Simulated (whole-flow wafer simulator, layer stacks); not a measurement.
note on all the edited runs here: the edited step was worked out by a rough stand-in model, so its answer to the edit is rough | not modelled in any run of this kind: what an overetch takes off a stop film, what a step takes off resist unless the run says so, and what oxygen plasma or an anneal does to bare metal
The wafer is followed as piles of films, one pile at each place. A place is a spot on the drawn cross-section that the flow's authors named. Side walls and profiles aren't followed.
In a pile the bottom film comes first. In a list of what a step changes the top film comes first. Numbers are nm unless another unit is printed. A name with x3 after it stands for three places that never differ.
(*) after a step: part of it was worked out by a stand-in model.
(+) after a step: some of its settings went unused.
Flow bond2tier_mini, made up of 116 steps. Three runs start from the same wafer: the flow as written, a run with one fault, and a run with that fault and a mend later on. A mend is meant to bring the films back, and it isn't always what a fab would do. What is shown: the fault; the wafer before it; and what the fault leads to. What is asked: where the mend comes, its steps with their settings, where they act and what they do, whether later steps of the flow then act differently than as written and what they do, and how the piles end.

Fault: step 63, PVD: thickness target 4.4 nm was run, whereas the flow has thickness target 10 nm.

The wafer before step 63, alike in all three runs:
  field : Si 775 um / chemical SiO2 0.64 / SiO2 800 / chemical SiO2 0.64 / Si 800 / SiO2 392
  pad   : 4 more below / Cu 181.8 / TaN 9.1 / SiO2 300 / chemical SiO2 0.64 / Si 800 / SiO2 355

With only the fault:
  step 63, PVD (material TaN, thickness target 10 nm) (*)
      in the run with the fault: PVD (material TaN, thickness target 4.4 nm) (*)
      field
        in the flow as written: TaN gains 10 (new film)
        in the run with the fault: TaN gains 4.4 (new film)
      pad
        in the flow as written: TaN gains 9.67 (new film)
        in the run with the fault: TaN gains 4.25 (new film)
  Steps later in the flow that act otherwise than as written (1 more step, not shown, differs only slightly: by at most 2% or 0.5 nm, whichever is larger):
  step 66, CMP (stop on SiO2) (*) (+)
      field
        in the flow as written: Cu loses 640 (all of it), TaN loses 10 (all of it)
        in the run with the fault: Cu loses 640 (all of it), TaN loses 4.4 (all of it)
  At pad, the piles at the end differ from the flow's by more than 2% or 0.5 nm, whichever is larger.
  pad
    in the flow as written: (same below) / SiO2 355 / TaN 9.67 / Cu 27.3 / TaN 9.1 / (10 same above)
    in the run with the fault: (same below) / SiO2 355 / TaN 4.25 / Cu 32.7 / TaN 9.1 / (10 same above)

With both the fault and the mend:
  The mend follows step 63.
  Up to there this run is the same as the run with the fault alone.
  step 63a, PVD (material TaN, thickness target 5.6 nm) (*) (a further turn of the flow's step 63, with different settings)
      field
        TaN gains 5.6
      pad
        TaN gains 5.41
  Every later step of the flow that is run acts as written at every place that is followed.
  The piles end only slightly different from the flow's at the places that both follow, by no more than 2% or 0.5 nm, whichever is larger.
